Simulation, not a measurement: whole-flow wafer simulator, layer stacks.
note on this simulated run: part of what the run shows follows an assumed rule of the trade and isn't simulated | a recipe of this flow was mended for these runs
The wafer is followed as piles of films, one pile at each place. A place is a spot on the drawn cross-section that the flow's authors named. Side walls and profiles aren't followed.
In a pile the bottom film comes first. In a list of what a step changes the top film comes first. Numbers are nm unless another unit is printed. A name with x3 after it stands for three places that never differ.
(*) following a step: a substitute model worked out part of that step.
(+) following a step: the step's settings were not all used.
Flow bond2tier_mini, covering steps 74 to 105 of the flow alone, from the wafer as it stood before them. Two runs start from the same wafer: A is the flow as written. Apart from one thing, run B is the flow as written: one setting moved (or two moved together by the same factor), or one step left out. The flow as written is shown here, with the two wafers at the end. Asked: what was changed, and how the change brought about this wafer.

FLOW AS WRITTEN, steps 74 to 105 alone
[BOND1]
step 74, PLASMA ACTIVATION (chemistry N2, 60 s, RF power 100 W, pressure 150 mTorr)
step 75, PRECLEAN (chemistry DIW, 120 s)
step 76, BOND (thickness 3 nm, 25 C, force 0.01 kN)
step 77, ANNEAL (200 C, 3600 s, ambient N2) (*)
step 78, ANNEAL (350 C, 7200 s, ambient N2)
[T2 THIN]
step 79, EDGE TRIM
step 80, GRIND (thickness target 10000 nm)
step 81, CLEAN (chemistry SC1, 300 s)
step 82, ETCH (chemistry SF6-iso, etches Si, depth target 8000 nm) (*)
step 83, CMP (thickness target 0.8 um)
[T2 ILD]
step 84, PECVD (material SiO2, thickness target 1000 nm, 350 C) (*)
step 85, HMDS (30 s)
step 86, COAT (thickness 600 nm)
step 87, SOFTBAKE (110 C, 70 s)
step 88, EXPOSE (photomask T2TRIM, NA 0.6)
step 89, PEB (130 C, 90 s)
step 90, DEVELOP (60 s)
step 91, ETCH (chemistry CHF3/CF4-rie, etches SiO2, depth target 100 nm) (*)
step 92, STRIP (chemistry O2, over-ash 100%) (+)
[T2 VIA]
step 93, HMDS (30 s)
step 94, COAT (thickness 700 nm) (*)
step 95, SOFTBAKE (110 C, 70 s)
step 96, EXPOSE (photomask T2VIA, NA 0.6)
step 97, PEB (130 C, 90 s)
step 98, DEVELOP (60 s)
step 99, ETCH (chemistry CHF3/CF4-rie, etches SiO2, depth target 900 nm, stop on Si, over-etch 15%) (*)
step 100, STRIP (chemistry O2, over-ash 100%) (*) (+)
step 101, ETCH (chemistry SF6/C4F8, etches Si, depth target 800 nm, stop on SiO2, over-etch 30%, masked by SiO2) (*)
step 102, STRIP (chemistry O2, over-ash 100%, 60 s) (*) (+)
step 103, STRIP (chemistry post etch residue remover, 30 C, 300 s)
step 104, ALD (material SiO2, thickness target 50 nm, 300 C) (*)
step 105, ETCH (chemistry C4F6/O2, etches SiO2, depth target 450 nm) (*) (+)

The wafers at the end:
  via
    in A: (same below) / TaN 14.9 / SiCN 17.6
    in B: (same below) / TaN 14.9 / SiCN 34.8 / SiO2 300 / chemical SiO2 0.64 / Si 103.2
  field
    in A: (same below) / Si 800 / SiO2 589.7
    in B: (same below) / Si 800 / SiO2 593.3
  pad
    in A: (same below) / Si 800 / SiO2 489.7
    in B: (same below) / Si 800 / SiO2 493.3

Cause: step 101, ETCH: depth target 512 nm was run, whereas the flow has depth target 800 nm.

The path from the change to this, step by step:
  step 101, ETCH (chemistry SF6/C4F8, etches Si, depth target 800 nm, stop on SiO2, over-etch 30%, masked by SiO2) (*)
      via: A -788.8 Si (all of it), -0.64 chemical SiO2 (all of it), -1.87 SiO2 | B -665.6 Si
      field, pad: A -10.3 SiO2 | B -6.66 SiO2
  step 104, ALD (material SiO2, thickness target 50 nm, 300 C) (*)
      via: A +50 SiO2 | B +50 SiO2 (new film)
  step 105, ETCH (chemistry C4F6/O2, etches SiO2, depth target 450 nm) (*) (+)
      via: A -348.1 SiO2 (all of it), -17.2 SiCN | B -50 SiO2 (all of it), -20 Si
